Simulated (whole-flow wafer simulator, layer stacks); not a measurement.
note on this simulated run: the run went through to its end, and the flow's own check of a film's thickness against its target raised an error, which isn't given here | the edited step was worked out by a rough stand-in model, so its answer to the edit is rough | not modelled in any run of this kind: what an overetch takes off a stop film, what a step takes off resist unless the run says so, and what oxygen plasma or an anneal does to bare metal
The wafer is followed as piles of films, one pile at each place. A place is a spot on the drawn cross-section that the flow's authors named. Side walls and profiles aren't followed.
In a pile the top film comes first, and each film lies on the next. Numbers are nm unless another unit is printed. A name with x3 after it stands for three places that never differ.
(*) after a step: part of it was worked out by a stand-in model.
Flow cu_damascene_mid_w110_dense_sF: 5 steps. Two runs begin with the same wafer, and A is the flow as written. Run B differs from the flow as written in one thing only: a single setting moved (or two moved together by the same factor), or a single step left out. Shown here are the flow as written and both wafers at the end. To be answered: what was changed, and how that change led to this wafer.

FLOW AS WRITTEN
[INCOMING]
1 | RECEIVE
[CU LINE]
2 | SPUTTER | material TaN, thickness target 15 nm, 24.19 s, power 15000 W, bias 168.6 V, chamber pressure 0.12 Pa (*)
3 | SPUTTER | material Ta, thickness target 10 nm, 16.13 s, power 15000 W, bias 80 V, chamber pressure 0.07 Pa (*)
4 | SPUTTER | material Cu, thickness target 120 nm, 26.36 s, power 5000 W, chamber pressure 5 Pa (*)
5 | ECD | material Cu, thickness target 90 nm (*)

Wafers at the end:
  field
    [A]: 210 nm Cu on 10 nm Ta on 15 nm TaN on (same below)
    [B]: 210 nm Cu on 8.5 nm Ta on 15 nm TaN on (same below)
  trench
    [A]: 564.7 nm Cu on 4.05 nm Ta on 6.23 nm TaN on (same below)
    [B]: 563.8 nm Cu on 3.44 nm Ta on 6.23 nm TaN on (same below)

The reason: step 3, SPUTTER: thickness target 8.5 nm was run, whereas the flow has thickness target 10 nm; step 3, SPUTTER: 13.71 s was run, where the flow has 16.13 s.
The wafer itself shows it: field has Ta 8.5, and step 3 as written asks for 10 nm.

How this came from the change, step by step:
  3 | SPUTTER | material Ta, thickness target 10 nm, 16.13 s, power 15000 W, bias 80 V, chamber pressure 0.07 Pa (*)
      field: A Ta gains 10 (new film) | B Ta gains 8.5 (new film)
      trench: A Ta gains 4.05 (new film) | B Ta gains 3.44 (new film)
